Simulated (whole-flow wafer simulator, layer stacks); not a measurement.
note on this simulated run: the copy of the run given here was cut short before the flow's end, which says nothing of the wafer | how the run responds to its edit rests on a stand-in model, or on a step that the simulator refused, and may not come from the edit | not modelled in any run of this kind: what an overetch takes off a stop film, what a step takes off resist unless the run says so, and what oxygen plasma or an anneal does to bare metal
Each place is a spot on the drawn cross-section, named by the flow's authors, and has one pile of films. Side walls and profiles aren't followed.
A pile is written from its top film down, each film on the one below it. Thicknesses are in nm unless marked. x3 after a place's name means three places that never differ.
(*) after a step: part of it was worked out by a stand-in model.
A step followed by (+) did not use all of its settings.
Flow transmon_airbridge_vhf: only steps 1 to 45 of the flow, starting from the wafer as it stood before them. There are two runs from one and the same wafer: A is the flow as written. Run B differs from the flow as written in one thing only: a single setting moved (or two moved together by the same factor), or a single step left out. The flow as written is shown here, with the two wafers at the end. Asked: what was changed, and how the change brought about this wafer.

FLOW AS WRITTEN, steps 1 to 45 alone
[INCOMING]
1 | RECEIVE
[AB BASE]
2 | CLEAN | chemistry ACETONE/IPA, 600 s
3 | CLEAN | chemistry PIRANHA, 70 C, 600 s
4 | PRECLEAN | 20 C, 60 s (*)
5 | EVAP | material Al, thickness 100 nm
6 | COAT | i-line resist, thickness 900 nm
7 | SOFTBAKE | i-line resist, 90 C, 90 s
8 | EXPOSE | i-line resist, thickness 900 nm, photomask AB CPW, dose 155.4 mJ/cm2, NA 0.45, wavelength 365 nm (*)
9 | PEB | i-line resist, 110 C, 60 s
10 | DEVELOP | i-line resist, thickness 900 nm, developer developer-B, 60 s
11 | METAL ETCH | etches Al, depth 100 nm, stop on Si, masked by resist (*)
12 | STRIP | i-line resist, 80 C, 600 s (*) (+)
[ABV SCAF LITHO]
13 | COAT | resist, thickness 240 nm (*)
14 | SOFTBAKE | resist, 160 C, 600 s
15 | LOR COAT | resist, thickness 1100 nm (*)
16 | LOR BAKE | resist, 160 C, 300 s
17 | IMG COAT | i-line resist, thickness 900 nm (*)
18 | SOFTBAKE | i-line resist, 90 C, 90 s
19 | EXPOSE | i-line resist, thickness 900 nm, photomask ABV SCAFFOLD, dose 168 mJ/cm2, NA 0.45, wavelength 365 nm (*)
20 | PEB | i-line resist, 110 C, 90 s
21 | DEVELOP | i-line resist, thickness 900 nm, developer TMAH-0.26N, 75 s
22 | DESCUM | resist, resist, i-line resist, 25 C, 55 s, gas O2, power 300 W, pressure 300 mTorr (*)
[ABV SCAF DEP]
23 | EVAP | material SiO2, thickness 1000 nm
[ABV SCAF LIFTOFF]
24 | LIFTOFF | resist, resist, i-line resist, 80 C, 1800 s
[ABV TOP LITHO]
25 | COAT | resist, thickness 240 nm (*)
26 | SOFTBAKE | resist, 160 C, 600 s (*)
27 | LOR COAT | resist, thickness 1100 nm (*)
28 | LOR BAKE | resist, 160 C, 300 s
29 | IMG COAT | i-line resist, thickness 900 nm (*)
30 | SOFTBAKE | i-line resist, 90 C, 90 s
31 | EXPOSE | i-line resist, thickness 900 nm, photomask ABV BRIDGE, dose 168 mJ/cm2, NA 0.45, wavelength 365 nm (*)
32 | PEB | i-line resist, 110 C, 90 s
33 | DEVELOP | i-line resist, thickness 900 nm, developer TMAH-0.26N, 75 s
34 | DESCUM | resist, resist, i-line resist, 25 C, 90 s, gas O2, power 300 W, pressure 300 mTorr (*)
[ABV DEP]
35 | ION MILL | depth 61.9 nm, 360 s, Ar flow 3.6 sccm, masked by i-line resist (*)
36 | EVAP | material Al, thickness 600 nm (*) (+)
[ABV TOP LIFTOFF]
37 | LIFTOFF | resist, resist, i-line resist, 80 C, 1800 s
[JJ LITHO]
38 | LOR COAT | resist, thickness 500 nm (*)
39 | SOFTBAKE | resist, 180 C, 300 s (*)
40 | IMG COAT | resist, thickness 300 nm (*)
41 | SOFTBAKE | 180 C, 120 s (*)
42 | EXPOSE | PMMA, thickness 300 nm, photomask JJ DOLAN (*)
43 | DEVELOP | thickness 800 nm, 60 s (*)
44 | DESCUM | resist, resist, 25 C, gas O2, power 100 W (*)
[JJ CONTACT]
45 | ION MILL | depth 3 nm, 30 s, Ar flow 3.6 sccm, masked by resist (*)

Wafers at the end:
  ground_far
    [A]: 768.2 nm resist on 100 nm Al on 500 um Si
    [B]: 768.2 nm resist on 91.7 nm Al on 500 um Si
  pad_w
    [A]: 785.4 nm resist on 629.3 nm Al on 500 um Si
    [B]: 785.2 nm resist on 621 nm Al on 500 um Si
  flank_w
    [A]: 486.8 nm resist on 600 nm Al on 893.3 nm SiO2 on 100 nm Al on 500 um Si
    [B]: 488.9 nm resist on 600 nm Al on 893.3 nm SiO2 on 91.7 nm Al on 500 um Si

The reason: step 5, EVAP: thickness 91.7 nm was run, though the flow has thickness 100 nm.
One can read it off the wafer: ground_far has Al 91.7, and step 5 as written asks for 100 nm.

How this came from the change, step by step:
  5 | EVAP | material Al, thickness 100 nm
      field x3, jj_line, ground_far and 12 more: A +100 Al (new film) | B +91.7 Al (new film)
  11 | METAL ETCH | etches Al, depth 100 nm, stop on Si, masked by resist (*)
      field x3, jj_line, gap_w, gap_e: A -100 Al (all of it) | B -91.7 Al (all of it)
